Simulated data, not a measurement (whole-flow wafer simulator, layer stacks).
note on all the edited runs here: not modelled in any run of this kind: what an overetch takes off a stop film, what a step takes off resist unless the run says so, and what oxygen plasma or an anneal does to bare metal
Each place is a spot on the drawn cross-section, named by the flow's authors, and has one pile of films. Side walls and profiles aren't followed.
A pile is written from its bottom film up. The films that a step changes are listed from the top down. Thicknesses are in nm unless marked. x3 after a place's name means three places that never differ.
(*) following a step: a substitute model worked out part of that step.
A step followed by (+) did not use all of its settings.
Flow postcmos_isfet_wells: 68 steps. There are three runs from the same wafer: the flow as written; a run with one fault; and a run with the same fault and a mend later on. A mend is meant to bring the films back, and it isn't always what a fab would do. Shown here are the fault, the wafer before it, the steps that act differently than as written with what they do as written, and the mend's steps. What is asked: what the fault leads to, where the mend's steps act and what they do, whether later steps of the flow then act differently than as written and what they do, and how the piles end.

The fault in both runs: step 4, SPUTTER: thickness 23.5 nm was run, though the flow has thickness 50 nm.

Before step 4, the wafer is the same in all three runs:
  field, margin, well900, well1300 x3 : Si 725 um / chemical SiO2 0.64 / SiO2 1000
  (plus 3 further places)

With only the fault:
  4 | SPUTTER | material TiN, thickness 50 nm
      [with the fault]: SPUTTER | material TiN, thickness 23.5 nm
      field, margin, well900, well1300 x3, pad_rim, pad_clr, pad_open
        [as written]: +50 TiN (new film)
        [with the fault]: +23.5 TiN (new film)
  Steps further on in the flow that do not act as written (not shown: 1 more step that differs only slightly, by at most 2% or 0.5 nm, whichever is larger):
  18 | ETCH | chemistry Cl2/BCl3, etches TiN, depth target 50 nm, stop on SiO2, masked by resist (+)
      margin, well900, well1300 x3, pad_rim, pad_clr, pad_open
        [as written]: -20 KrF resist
        [with the fault]: -14.1 KrF resist
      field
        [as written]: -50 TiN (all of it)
        [with the fault]: -23.5 TiN (all of it)
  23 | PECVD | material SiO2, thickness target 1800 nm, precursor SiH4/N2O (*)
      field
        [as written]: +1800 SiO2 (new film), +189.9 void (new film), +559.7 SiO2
        [with the fault]: +1800 SiO2 (new film), +170 void (new film), +553.1 SiO2
  At field, margin, well900, well1300 x3, pad_rim, pad_clr, pad_open, the piles at the end differ from the flow's by more than 2% or 0.5 nm, whichever is larger.
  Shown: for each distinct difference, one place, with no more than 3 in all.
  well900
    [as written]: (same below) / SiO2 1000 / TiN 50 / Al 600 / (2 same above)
    [with the fault]: (same below) / SiO2 1000 / TiN 23.5 / Al 600 / (2 same above)
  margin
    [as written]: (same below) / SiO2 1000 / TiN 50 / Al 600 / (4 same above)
    [with the fault]: (same below) / SiO2 1000 / TiN 23.5 / Al 600 / (4 same above)
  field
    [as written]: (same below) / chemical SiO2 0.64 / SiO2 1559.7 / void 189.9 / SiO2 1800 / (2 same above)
    [with the fault]: (same below) / chemical SiO2 0.64 / SiO2 1553.1 / void 170 / SiO2 1800 / (2 same above)

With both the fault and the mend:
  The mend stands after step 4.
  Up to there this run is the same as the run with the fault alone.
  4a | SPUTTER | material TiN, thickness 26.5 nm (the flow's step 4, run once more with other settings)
      field, margin, well900, well1300 x3, pad_rim, pad_clr, pad_open
        +26.5 TiN
  Later steps of the flow that are run all act as written at every place that is followed.
  The piles end the same as the flow's at every place that both follow.
